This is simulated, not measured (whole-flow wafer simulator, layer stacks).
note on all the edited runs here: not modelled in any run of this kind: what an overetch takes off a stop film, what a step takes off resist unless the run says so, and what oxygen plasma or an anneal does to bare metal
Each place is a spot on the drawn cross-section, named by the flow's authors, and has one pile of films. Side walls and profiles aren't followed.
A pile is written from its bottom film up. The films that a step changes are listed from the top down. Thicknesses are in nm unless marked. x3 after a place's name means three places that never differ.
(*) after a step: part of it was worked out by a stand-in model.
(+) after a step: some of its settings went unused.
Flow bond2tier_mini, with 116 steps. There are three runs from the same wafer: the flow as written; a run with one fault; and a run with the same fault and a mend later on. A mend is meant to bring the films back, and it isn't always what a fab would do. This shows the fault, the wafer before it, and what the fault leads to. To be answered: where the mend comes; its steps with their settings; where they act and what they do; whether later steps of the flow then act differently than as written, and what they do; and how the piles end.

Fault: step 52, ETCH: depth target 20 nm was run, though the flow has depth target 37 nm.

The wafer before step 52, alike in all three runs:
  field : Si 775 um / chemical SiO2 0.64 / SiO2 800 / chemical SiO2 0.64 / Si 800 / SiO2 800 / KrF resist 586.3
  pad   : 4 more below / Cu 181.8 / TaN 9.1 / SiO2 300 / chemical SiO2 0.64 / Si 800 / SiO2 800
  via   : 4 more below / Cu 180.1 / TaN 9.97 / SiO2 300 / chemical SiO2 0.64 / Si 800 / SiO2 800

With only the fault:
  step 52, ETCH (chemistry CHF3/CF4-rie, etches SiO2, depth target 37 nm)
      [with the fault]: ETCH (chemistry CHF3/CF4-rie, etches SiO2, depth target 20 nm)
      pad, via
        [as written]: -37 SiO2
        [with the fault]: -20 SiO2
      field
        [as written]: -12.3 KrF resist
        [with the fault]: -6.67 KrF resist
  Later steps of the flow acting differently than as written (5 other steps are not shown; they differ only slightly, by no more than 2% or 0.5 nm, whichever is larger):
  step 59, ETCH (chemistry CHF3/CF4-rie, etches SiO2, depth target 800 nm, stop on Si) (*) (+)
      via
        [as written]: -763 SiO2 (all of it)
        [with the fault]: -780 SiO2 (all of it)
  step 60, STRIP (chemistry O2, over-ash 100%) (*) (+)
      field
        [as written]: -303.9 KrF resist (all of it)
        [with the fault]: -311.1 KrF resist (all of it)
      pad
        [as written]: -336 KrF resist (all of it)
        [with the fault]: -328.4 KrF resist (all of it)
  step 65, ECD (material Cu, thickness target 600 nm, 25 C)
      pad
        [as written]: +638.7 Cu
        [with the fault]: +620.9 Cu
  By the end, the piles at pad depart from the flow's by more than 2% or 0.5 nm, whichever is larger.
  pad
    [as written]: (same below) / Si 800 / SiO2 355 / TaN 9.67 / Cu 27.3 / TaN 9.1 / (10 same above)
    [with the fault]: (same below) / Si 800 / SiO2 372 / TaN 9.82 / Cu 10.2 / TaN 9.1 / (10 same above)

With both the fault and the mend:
  The mend follows step 52.
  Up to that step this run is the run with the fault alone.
  step 52a, ETCH (chemistry CHF3/CF4-rie, etches SiO2, depth target 17 nm) (a further turn of the flow's step 52, with different settings)
      pad, via
        -17 SiO2
      field
        -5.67 KrF resist
  None of the later steps of the flow acts differently than as written at any place that is followed.
  At every place that both follow, the piles at the end match the flow's.
